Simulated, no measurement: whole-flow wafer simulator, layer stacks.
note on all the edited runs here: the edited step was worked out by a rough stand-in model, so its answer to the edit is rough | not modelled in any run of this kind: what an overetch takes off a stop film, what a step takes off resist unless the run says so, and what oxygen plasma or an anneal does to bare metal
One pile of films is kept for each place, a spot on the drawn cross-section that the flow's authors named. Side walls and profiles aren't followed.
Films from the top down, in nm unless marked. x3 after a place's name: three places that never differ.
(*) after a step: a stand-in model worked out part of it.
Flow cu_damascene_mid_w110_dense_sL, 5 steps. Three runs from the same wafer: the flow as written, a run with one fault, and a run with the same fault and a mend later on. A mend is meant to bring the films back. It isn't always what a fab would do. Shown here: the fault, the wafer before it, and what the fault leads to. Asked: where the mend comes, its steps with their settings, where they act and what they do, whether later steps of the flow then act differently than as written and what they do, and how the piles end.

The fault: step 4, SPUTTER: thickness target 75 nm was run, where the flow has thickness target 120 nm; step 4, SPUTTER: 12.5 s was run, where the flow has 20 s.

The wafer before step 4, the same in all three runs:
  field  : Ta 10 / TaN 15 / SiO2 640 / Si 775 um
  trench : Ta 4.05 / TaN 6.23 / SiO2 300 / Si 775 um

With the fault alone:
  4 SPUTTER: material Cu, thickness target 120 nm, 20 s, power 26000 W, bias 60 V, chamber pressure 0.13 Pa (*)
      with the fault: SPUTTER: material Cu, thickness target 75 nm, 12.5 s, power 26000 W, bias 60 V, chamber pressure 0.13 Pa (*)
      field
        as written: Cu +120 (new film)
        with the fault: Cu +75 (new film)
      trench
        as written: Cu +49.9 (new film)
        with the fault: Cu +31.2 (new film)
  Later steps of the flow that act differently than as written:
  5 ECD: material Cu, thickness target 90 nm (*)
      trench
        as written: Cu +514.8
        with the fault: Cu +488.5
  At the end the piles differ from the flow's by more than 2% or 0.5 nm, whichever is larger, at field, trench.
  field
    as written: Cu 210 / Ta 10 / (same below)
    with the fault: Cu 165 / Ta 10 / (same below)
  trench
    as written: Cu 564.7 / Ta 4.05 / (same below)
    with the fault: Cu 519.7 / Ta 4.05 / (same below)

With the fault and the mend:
  The mend comes after step 4.
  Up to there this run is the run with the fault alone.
  4a SPUTTER: material Cu, thickness target 45 nm, 7.5 s, power 26000 W, bias 60 V, chamber pressure 0.13 Pa (*) (the flow's step 4 once more, with other settings)
      field
        Cu +45
      trench
        Cu +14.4
  No later step of the flow acts differently than as written, at any place that is followed, by more than 2% or 0.5 nm, whichever is larger.
  At the end the piles are the same as the flow's at every place that both follow.
